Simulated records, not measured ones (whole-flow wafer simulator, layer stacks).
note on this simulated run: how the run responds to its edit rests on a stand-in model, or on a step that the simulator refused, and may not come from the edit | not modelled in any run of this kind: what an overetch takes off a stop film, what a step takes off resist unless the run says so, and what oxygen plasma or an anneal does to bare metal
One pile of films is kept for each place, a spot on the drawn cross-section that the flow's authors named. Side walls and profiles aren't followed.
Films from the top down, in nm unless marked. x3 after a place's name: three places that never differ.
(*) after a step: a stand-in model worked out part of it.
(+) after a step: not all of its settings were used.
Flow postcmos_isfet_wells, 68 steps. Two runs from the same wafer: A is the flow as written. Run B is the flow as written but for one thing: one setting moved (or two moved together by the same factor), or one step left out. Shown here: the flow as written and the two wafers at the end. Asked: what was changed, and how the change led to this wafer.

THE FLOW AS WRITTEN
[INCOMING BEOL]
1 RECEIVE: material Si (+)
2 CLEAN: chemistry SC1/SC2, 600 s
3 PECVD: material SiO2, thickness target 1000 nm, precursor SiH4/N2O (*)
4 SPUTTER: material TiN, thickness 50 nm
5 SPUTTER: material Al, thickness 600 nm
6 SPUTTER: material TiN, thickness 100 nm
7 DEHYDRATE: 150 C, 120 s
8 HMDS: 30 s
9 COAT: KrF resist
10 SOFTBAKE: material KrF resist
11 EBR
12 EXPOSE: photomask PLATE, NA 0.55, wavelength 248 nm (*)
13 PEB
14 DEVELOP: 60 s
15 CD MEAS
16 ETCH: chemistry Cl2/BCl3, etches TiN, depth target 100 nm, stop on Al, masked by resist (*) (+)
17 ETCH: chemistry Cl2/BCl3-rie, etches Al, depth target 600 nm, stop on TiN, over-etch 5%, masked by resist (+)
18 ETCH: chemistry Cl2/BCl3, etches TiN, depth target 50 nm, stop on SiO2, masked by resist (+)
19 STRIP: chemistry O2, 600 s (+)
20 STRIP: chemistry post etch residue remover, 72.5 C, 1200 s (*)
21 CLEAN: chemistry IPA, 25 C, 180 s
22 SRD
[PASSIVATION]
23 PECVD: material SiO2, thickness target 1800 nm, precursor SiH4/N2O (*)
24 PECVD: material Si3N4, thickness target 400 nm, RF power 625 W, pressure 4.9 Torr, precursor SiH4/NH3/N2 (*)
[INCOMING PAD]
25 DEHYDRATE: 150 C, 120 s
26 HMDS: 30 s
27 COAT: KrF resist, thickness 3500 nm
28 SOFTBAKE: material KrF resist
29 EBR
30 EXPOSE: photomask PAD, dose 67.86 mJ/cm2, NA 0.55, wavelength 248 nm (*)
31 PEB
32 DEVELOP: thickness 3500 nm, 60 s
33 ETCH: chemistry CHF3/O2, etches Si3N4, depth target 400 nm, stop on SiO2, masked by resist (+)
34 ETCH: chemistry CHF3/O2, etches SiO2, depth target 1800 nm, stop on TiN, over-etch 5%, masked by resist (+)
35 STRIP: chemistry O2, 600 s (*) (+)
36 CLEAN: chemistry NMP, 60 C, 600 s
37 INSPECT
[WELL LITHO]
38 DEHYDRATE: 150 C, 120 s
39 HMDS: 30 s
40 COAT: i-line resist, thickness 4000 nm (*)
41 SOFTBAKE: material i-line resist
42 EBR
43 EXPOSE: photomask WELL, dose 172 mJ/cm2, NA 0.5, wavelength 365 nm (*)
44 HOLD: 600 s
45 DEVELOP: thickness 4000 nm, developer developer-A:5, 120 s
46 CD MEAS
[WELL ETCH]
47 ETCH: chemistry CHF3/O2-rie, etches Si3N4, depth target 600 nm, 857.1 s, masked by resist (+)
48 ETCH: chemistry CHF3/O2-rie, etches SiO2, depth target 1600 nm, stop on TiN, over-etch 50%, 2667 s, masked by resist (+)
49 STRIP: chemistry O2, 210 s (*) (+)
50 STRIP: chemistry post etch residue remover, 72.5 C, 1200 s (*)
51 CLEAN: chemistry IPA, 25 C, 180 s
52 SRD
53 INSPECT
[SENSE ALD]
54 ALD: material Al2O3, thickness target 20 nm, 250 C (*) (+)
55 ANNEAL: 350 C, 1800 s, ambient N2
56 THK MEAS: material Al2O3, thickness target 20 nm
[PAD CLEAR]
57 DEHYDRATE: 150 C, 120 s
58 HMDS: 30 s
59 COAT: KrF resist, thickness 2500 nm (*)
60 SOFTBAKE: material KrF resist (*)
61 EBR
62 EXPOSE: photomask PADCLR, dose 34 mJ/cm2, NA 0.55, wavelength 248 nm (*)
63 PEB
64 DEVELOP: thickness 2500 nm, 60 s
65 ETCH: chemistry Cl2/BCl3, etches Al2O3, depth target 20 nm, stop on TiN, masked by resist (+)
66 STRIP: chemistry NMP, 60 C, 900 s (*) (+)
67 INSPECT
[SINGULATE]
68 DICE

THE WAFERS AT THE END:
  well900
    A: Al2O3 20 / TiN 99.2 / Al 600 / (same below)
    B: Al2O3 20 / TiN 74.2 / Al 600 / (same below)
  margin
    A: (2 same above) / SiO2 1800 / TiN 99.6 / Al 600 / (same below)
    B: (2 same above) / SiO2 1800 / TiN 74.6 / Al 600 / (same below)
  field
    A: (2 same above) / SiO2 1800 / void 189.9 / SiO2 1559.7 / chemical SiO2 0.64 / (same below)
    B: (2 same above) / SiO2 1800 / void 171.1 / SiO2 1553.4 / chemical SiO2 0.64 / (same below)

The cause: step 6, SPUTTER: thickness 75 nm was run, where the flow has thickness 100 nm.

How the change led to this, step by step:
  6 SPUTTER: material TiN, thickness 100 nm
      field, margin, well900 and 6 more: A TiN +100 (new film) | B TiN +75 (new film)
  16 ETCH: chemistry Cl2/BCl3, etches TiN, depth target 100 nm, stop on Al, masked by resist (*) (+)
      field: A TiN -100 (all of it) | B TiN -75 (all of it)
  23 PECVD: material SiO2, thickness target 1800 nm, precursor SiH4/N2O (*)
      field: A SiO2 +1800 (new film), void +189.9 (new film), SiO2 +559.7 | B SiO2 +1800 (new film), void +171.1 (new film), SiO2 +553.4
